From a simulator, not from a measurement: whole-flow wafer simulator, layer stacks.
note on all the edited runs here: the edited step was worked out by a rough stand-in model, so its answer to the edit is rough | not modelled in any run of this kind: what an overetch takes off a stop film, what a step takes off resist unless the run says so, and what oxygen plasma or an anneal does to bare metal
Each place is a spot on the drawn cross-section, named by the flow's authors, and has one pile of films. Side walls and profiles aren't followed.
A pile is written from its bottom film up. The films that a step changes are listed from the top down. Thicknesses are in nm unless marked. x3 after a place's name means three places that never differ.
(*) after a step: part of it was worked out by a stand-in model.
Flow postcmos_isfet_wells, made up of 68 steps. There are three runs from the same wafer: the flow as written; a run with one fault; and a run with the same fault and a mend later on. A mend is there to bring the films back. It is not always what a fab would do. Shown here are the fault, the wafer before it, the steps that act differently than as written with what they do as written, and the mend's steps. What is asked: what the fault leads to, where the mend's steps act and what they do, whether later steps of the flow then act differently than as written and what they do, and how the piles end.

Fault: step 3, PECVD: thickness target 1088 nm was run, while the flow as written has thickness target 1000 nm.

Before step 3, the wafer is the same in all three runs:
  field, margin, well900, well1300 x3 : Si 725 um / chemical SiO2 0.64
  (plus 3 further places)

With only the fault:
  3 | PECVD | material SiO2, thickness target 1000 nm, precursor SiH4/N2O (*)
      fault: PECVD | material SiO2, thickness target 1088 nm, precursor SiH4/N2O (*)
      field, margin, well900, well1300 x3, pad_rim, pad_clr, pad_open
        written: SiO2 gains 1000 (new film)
        fault: SiO2 gains 1088 (new film)
  None of the later steps of the flow acts differently than as written at any place that is followed.
  At field, margin, well900, well1300 x3, pad_rim, pad_clr, pad_open, the piles at the end differ from the flow's by more than 2% or 0.5 nm, whichever is larger.
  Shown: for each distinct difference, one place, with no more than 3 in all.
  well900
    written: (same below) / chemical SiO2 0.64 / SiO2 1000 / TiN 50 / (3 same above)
    fault: (same below) / chemical SiO2 0.64 / SiO2 1088 / TiN 50 / (3 same above)
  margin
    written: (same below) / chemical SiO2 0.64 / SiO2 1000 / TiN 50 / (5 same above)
    fault: (same below) / chemical SiO2 0.64 / SiO2 1088 / TiN 50 / (5 same above)
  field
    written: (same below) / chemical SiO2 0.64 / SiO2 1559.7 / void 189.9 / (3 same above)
    fault: (same below) / chemical SiO2 0.64 / SiO2 1647.7 / void 189.9 / (3 same above)

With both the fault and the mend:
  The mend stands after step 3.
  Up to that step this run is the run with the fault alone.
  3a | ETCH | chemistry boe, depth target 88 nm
      field, margin, well900, well1300 x3, pad_rim, pad_clr, pad_open
        SiO2 loses 88
  None of the later steps of the flow acts differently than as written at any place that is followed.
  By the end, the piles equal the flow's at every place that both follow.
